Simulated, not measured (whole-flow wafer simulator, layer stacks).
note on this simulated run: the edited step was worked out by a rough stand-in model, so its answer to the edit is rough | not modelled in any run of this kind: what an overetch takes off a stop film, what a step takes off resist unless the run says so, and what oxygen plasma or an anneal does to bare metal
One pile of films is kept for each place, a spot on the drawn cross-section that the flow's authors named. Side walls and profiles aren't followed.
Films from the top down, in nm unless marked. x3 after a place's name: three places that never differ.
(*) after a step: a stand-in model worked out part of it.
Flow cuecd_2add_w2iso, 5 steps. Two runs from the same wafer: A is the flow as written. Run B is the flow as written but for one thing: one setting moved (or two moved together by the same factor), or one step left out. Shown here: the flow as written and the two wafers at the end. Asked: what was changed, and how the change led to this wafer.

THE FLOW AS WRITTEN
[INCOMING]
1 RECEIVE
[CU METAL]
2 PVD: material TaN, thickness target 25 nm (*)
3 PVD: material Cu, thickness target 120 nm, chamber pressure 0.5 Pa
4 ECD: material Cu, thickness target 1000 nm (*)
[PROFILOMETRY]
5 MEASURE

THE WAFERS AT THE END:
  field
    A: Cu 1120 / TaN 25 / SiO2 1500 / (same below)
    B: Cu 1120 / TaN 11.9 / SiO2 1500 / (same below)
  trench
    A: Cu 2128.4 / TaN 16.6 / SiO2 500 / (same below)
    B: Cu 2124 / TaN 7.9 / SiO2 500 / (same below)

The cause: step 2, PVD: thickness target 11.9 nm was run, where the flow has thickness target 25 nm.
It can be read off the wafer: field has TaN 11.9, and step 2 as written asks for 25 nm.

How the change led to this, step by step:
  2 PVD: material TaN, thickness target 25 nm (*)
      field: A TaN +25 (new film) | B TaN +11.9 (new film)
      trench: A TaN +16.6 (new film) | B TaN +7.9 (new film)
